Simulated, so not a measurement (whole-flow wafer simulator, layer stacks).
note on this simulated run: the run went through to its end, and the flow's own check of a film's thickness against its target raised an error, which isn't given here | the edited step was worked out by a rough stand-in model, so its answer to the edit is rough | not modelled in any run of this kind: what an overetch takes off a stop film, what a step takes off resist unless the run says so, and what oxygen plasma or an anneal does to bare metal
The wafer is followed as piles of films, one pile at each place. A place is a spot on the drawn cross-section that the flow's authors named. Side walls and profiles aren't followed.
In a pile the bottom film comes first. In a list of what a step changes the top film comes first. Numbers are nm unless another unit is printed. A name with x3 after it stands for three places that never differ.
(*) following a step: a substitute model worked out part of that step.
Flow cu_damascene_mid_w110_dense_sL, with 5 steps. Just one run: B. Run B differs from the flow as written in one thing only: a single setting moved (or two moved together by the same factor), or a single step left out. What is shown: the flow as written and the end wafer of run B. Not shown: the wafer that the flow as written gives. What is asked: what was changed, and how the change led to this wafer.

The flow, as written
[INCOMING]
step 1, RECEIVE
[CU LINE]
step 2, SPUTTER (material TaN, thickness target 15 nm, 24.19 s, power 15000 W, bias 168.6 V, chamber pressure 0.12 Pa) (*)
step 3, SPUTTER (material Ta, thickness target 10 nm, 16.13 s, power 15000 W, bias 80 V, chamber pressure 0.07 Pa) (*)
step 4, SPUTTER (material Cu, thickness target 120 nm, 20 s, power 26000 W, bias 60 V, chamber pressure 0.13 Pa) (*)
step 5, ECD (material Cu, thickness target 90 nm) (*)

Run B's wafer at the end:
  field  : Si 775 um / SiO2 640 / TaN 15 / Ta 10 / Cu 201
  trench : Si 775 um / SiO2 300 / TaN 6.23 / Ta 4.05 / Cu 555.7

Cause: step 5, ECD: thickness target 81 nm was run, whereas the flow has thickness target 90 nm.

Step by step, how the change led to this:
  step 5, ECD (material Cu, thickness target 90 nm) (*)
      field: +81 Cu (in the flow as written it would be: +90 Cu)
